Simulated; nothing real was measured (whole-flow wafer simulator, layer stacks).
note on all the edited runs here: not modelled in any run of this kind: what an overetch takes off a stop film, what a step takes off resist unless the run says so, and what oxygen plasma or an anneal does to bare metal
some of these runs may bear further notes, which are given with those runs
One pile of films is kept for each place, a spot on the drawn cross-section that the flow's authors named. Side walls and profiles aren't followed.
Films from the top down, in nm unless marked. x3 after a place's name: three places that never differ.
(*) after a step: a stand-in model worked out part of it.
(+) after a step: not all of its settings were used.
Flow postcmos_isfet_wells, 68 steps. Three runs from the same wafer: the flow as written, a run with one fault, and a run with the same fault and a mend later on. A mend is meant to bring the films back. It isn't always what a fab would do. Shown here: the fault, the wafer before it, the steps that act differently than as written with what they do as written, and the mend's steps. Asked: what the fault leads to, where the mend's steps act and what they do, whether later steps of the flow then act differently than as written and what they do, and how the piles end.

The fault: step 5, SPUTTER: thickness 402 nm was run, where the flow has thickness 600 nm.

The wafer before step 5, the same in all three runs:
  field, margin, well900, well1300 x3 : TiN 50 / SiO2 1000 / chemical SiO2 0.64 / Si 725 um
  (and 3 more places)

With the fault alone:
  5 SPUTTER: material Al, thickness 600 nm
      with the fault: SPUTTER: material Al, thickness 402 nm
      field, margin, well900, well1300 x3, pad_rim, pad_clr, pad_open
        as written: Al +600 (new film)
        with the fault: Al +402 (new film)
  Later steps of the flow that act differently than as written:
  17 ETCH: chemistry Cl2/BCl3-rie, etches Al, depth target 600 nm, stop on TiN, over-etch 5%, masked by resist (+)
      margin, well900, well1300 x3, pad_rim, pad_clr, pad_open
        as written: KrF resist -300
        with the fault: KrF resist -211
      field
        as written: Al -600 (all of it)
        with the fault: Al -402 (all of it)
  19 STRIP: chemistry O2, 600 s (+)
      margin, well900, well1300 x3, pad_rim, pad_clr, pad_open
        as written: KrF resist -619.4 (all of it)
        with the fault: KrF resist -708.3 (all of it)
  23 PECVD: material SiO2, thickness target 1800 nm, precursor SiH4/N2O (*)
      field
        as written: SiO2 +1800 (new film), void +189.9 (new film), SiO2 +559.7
        with the fault: SiO2 +2351.6
  At the end the piles differ from the flow's by more than 2% or 0.5 nm, whichever is larger, at field, margin, well900, well1300 x3, pad_rim, pad_clr, pad_open.
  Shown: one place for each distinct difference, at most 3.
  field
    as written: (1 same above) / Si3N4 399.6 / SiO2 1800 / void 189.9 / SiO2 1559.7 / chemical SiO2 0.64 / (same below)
    with the fault: (1 same above) / Si3N4 399.6 / SiO2 3351.6 / chemical SiO2 0.64 / (same below)
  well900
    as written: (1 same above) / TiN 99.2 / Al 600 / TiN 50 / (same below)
    with the fault: (1 same above) / TiN 99.2 / Al 402 / TiN 50 / (same below)
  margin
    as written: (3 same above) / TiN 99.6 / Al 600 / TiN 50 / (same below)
    with the fault: (3 same above) / TiN 99.6 / Al 402 / TiN 50 / (same below)

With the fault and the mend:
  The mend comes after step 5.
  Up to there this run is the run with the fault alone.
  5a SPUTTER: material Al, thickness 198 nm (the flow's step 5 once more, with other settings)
      field, margin, well900, well1300 x3, pad_rim, pad_clr, pad_open
        Al +198
  No later step of the flow acts differently than as written at any place that is followed.
  At the end the piles are the same as the flow's at every place that both follow.
